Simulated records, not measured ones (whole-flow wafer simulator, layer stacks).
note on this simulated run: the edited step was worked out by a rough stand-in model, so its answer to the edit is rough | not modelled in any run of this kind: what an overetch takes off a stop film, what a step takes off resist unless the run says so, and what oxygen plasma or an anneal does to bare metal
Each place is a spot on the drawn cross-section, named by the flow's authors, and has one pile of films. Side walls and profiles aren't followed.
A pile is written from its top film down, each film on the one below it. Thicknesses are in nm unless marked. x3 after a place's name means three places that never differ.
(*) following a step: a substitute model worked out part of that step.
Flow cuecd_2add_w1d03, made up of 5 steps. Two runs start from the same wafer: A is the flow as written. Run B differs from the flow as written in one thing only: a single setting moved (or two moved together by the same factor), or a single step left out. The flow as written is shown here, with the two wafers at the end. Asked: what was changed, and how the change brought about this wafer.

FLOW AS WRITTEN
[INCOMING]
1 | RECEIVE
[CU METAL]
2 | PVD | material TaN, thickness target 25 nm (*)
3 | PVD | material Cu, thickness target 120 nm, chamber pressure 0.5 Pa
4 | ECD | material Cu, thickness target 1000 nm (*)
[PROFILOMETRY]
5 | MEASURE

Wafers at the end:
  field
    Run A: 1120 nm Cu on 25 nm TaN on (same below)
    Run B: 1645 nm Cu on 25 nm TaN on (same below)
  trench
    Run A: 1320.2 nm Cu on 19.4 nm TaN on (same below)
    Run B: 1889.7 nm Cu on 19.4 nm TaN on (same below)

The reason: step 4, ECD: thickness target 1525 nm was run, whereas the flow has thickness target 1000 nm.

The path from the change to this, step by step:
  4 | ECD | material Cu, thickness target 1000 nm (*)
      field: A Cu gains 1000 | B Cu gains 1525
      trench: A Cu gains 1226.8 | B Cu gains 1796.2
